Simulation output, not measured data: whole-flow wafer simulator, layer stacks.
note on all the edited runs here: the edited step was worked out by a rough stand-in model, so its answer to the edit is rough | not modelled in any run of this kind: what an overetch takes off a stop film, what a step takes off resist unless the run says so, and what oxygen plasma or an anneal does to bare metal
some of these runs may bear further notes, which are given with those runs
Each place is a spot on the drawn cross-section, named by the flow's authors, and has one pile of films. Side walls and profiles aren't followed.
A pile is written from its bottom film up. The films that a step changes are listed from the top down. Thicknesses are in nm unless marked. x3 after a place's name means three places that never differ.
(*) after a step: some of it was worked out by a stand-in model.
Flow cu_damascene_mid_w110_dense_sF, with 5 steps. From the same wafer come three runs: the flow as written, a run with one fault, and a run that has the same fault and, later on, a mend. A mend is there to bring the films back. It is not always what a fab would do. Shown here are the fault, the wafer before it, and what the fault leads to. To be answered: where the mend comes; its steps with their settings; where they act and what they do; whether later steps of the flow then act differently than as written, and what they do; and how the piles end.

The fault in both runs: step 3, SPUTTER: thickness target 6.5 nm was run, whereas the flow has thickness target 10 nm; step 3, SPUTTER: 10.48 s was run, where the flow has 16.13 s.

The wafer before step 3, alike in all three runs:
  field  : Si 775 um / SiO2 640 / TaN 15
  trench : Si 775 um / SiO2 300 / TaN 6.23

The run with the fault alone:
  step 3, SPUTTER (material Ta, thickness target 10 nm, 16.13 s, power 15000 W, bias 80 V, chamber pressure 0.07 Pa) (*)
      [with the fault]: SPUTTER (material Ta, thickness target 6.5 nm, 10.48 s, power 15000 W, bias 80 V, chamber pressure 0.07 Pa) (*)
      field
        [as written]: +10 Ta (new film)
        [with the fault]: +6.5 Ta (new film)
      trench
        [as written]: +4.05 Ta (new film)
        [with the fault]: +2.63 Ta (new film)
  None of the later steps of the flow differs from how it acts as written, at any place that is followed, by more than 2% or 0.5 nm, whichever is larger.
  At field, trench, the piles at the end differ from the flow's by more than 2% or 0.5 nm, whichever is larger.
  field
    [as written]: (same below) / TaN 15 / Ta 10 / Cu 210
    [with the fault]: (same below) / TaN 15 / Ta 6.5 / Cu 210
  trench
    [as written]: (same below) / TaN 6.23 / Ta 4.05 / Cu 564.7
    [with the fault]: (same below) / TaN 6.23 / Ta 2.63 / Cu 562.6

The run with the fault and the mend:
  The mend stands after step 3.
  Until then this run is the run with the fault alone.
  step 3a, SPUTTER (material Ta, thickness target 3.5 nm, 5.646 s, power 15000 W, bias 80 V, chamber pressure 0.07 Pa) (*) (a further turn of the flow's step 3, with different settings)
      field
        +3.5 Ta
      trench
        +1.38 Ta
  None of the later steps of the flow differs from how it acts as written, at any place that is followed, by more than 2% or 0.5 nm, whichever is larger.
  When the end is reached, the piles differ only a little from the flow's at the places that both follow, at most by 2% or 0.5 nm, whichever is larger.
